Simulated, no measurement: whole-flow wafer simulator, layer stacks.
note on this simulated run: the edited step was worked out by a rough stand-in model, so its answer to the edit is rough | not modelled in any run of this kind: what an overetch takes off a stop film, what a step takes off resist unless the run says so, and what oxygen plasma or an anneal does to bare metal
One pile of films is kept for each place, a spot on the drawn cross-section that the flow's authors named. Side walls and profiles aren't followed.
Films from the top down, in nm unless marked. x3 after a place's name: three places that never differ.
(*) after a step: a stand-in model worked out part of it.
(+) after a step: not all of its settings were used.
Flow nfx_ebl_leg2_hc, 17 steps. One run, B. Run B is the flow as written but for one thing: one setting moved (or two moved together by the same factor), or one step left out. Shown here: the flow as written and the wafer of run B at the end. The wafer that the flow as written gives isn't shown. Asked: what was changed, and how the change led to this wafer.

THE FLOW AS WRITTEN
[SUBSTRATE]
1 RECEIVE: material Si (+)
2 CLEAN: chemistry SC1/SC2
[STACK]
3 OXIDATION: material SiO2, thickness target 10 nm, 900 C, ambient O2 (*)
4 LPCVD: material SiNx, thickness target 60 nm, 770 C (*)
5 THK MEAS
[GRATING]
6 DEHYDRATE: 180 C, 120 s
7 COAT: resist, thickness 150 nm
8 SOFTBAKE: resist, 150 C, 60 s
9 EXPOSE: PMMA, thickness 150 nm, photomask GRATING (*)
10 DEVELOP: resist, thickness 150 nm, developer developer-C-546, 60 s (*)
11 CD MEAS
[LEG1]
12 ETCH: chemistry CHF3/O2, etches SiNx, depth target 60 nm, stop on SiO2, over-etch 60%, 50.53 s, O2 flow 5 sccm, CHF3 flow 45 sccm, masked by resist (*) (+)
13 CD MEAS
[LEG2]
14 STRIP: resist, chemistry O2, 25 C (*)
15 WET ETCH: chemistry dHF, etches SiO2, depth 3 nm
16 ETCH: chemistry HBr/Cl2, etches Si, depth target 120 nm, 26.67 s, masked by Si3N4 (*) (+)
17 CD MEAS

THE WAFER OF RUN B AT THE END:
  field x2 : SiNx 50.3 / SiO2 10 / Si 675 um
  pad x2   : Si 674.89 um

The cause: step 16, ETCH: depth target 102 nm was run, where the flow has depth target 120 nm; step 16, ETCH: 22.67 s was run, where the flow has 26.67 s.

How the change led to this, step by step:
  16 ETCH: chemistry HBr/Cl2, etches Si, depth target 120 nm, 26.67 s, masked by Si3N4 (*) (+)
      field x2: SiNx -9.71 (as written it would be: SiNx -11.4)
      pad x2: Si -102 (as written it would be: Si -120)
